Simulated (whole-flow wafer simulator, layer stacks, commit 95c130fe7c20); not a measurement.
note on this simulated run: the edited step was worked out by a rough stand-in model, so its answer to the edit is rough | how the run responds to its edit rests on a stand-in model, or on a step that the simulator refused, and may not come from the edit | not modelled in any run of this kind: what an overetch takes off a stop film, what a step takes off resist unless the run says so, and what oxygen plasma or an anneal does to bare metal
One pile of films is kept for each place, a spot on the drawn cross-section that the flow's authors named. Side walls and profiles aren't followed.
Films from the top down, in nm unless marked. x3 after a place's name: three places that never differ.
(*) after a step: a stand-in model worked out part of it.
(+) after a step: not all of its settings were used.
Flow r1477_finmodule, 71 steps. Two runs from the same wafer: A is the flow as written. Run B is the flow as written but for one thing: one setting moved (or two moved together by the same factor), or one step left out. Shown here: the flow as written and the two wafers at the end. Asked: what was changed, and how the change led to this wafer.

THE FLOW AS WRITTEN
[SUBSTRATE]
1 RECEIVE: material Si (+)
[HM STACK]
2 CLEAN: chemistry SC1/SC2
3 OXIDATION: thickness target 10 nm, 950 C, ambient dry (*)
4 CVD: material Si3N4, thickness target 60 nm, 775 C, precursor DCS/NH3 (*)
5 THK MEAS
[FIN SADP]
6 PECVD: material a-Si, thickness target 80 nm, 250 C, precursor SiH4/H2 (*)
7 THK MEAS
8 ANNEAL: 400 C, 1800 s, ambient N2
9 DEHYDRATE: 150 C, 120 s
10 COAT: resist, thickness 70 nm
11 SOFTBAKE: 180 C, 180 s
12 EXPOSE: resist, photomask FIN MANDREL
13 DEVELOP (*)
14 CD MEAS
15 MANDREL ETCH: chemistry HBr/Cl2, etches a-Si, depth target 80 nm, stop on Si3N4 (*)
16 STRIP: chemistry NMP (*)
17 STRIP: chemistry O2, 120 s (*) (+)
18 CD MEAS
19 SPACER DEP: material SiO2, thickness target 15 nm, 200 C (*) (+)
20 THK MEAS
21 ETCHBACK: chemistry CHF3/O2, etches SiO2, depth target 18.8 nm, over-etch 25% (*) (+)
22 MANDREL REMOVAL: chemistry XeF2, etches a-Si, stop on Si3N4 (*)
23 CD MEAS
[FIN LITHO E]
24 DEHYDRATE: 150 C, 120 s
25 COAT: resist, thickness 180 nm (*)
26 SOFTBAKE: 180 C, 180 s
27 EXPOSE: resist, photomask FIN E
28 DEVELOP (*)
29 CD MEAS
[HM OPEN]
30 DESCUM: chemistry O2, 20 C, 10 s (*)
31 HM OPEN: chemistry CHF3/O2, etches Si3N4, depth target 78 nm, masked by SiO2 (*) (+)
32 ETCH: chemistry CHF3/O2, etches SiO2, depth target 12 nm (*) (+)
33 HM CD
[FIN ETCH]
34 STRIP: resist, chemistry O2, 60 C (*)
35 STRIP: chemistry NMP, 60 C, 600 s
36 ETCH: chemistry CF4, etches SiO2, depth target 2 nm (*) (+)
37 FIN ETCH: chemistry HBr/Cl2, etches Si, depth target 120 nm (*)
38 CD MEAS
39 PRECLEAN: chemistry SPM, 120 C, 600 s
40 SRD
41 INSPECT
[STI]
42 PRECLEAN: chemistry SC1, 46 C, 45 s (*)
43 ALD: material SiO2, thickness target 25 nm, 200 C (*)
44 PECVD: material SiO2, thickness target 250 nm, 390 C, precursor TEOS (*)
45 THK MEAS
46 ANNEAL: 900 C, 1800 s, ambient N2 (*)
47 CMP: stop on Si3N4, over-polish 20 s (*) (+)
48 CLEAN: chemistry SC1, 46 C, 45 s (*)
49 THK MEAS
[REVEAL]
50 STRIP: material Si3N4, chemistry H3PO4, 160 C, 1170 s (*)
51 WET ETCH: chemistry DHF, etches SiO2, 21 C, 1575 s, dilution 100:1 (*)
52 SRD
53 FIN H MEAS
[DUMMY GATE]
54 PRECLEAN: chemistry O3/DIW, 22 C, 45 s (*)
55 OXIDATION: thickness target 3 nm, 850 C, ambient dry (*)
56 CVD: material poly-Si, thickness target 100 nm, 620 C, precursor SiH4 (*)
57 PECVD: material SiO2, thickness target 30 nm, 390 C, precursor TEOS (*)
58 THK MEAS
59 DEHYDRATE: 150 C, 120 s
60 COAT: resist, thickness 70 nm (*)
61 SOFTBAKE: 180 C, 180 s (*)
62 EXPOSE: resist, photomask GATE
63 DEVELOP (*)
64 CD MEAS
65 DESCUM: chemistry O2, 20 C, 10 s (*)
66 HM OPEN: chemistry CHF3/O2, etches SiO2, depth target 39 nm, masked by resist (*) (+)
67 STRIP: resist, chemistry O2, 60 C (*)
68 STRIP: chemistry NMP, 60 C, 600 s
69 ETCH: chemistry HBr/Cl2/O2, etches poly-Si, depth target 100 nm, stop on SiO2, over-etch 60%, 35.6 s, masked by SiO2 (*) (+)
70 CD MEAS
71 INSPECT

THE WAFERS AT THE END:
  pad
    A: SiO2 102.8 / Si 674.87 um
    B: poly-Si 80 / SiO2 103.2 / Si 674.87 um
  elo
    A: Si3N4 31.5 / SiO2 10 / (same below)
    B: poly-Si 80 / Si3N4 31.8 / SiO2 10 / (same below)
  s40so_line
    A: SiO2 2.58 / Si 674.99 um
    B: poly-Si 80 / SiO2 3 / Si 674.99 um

The cause: step 57, PECVD: thickness target 44.2 nm was run, where the flow has thickness target 30 nm.

How the change led to this, step by step:
  57 PECVD: material SiO2, thickness target 30 nm, 390 C, precursor TEOS (*)
      pad, padg, elg and 33 more: A SiO2 +30 (new film) | B SiO2 +44.2 (new film)
  66 HM OPEN: chemistry CHF3/O2, etches SiO2, depth target 39 nm, masked by resist (*) (+)
      pad, elo, eso and 15 more: A SiO2 -30 (all of it), poly-Si -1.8 | B SiO2 -39
  67 STRIP: resist, chemistry O2, 60 C (*)
      pad, elo, eso and 15 more: A chemical SiO2 +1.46 (new film), poly-Si -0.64 | B nothing
  69 ETCH: chemistry HBr/Cl2/O2, etches poly-Si, depth target 100 nm, stop on SiO2, over-etch 60%, 35.6 s, masked by SiO2 (*) (+)
      pad, eso, e40so and 8 more: A chemical SiO2 -1.46 (all of it), poly-Si -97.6 (all of it), SiO2 -0.42 | B SiO2 -5.2 (all of it), poly-Si -20
      elo, e40lo, e100lo, e200lo: A chemical SiO2 -1.46 (all of it), poly-Si -97.6 (all of it), Si3N4 -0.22 | B SiO2 -5.2 (all of it), poly-Si -20
      (and at 3 more places)
